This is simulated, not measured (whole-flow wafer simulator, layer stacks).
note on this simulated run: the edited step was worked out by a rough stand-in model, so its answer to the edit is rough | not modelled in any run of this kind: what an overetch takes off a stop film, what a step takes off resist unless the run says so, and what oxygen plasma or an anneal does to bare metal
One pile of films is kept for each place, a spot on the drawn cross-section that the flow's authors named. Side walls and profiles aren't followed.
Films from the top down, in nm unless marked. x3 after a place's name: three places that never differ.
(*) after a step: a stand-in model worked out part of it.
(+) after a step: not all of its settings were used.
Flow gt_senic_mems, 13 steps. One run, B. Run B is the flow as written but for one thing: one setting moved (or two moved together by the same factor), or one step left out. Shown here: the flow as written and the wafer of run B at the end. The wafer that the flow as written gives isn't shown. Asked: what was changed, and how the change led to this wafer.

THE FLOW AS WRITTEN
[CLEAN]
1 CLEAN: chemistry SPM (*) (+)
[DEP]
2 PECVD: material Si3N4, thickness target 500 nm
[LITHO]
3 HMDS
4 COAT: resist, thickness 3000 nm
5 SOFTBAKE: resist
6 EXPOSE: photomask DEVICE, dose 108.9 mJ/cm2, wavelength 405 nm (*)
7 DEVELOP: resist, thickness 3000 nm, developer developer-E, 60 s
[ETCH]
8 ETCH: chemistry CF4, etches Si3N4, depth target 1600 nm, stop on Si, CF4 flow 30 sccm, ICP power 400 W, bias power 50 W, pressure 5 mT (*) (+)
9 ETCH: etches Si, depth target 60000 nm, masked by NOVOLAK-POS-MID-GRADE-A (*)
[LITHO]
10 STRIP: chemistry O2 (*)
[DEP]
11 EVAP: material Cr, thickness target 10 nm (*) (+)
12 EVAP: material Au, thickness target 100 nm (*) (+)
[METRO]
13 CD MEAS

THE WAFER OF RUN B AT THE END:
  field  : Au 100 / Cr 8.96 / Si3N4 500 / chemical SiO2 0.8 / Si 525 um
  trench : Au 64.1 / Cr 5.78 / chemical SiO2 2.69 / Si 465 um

The cause: step 11, EVAP: thickness target 8.96 nm was run, where the flow has thickness target 10 nm.
It can be read off the wafer: field has Cr 8.96, and step 11 as written asks for 10 nm.

How the change led to this, step by step:
  11 EVAP: material Cr, thickness target 10 nm (*) (+)
      field: Cr +8.96 (new film) (as written it would be: Cr +10 (new film))
      trench: Cr +5.78 (new film) (as written it would be: Cr +6.45 (new film))
